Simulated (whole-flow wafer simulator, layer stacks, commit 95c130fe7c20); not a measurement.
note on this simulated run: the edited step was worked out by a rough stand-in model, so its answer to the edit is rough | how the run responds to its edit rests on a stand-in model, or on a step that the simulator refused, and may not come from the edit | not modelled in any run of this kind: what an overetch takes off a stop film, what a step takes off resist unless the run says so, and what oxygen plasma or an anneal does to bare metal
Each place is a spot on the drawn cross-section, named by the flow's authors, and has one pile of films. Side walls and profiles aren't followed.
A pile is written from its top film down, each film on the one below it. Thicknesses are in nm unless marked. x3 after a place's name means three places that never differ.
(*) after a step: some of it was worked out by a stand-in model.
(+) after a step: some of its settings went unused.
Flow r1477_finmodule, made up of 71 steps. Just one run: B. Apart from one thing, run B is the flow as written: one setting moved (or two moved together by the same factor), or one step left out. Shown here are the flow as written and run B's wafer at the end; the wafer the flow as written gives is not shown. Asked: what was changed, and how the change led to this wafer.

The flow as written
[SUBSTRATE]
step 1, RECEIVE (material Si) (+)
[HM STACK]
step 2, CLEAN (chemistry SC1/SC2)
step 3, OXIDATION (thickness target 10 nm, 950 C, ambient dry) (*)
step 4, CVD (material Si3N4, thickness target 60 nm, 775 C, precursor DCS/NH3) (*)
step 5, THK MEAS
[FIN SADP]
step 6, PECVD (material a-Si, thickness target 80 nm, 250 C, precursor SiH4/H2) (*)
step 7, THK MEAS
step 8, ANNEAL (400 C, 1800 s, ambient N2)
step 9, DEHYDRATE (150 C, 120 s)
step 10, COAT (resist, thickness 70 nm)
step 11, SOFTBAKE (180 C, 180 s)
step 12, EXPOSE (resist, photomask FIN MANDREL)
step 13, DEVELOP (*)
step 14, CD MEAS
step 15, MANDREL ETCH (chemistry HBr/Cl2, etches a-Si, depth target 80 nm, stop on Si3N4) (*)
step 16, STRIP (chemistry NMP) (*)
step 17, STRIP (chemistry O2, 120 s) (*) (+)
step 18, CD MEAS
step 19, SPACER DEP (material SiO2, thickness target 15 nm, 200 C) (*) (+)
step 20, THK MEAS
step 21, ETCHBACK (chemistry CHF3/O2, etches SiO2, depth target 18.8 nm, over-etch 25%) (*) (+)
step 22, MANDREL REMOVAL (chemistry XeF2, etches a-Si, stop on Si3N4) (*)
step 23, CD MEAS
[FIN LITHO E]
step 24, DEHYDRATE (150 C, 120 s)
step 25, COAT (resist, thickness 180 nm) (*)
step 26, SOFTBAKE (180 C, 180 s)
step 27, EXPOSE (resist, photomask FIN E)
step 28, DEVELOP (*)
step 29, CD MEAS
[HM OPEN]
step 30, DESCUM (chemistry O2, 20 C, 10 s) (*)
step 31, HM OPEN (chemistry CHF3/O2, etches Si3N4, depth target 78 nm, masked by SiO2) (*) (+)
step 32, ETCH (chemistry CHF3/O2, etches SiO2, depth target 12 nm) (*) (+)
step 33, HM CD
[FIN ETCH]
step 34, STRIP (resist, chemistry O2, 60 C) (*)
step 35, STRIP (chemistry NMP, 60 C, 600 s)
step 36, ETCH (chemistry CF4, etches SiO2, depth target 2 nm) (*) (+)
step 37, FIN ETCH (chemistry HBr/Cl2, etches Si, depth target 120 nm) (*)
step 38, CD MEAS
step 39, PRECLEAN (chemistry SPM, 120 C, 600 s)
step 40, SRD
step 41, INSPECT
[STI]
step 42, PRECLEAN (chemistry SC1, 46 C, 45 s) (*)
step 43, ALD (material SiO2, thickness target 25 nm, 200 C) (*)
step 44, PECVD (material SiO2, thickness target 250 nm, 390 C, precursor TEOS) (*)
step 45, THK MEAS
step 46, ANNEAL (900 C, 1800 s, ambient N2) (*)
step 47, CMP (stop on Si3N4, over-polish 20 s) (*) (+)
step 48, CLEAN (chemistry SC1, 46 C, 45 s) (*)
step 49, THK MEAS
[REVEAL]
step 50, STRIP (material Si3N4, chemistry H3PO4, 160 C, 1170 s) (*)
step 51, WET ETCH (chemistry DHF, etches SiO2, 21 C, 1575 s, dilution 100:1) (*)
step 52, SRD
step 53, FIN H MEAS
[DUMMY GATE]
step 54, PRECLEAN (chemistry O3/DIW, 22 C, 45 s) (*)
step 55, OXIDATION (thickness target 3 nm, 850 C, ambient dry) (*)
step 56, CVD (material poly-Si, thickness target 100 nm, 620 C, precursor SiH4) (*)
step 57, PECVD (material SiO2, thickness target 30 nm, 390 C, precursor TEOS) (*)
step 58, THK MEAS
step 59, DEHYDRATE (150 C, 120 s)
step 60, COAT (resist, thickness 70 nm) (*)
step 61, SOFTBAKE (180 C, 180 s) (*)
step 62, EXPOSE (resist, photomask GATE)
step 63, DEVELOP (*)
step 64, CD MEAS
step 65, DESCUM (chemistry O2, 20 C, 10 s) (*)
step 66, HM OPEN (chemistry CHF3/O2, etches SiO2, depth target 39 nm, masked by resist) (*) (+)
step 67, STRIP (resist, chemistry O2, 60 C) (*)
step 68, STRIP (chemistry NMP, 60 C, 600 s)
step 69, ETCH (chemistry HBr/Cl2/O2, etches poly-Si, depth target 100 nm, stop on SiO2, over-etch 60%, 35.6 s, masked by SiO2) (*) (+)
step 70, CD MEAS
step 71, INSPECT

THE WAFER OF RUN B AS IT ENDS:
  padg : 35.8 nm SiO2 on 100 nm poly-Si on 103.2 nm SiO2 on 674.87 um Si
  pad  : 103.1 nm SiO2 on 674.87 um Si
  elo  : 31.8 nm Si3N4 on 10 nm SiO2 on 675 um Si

The reason: step 57, PECVD: thickness target 41.1 nm was run, whereas the flow has thickness target 30 nm.

The path from the change to this, step by step:
  step 57, PECVD (material SiO2, thickness target 30 nm, 390 C, precursor TEOS) (*)
      pad, padg, elg and 33 more: SiO2 gains 41.1 (new film) (it would be, as written: SiO2 gains 30 (new film))
  step 66, HM OPEN (chemistry CHF3/O2, etches SiO2, depth target 39 nm, masked by resist) (*) (+)
      pad, elo, eso and 15 more: SiO2 loses 39 (it would be, as written: SiO2 loses 30 (all of it), poly-Si loses 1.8)
  step 67, STRIP (resist, chemistry O2, 60 C) (*)
      pad, elo, eso and 15 more: nothing (it would be, as written: chemical SiO2 gains 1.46 (new film), poly-Si loses 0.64)
  step 69, ETCH (chemistry HBr/Cl2/O2, etches poly-Si, depth target 100 nm, stop on SiO2, over-etch 60%, 35.6 s, masked by SiO2) (*) (+)
      pad, eso, e40so and 8 more: SiO2 loses 2.1 (all of it), poly-Si loses 100 (all of it), SiO2 loses 0.09 (it would be, as written: chemical SiO2 loses 1.46 (all of it), poly-Si loses 97.6 (all of it), SiO2 loses 0.42)
      elo, e40lo, e100lo, e200lo: SiO2 loses 2.1 (all of it), poly-Si loses 100 (all of it) (it would be, as written: chemical SiO2 loses 1.46 (all of it), poly-Si loses 97.6 (all of it), Si3N4 loses 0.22)
      (also at 3 further places)
